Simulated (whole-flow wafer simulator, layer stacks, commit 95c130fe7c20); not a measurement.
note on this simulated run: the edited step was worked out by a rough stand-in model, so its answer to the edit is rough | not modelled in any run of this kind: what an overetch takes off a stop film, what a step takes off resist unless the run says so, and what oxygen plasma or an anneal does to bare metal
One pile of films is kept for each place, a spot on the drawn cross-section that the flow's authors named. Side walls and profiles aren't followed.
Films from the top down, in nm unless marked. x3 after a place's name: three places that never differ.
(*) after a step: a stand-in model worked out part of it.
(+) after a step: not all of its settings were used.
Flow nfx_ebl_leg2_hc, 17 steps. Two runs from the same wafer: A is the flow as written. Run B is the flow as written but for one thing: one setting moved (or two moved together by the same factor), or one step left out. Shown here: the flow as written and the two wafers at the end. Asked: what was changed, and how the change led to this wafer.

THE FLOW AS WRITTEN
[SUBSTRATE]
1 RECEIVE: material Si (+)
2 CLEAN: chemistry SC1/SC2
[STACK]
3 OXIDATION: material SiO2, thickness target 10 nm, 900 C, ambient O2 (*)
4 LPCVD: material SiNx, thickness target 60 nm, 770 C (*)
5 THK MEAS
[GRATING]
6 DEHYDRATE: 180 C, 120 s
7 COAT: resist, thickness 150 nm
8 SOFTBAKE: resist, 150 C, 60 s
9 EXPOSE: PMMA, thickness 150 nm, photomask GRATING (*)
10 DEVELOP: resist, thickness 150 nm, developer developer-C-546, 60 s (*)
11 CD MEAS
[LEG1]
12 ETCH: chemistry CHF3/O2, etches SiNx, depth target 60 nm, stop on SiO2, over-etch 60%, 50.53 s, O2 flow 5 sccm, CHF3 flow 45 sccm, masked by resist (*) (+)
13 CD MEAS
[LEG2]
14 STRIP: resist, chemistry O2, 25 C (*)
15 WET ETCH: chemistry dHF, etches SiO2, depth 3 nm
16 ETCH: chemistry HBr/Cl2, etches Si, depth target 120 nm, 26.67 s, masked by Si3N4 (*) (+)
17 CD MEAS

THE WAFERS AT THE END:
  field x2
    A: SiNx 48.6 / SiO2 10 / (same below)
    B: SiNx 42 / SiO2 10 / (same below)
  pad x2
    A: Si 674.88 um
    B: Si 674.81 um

The cause: step 16, ETCH: depth target 189 nm was run, where the flow has depth target 120 nm; step 16, ETCH: 42 s was run, where the flow has 26.67 s.

How the change led to this, step by step:
  16 ETCH: chemistry HBr/Cl2, etches Si, depth target 120 nm, 26.67 s, masked by Si3N4 (*) (+)
      field x2: A SiNx -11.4 | B SiNx -18
      pad x2: A Si -120 | B Si -189
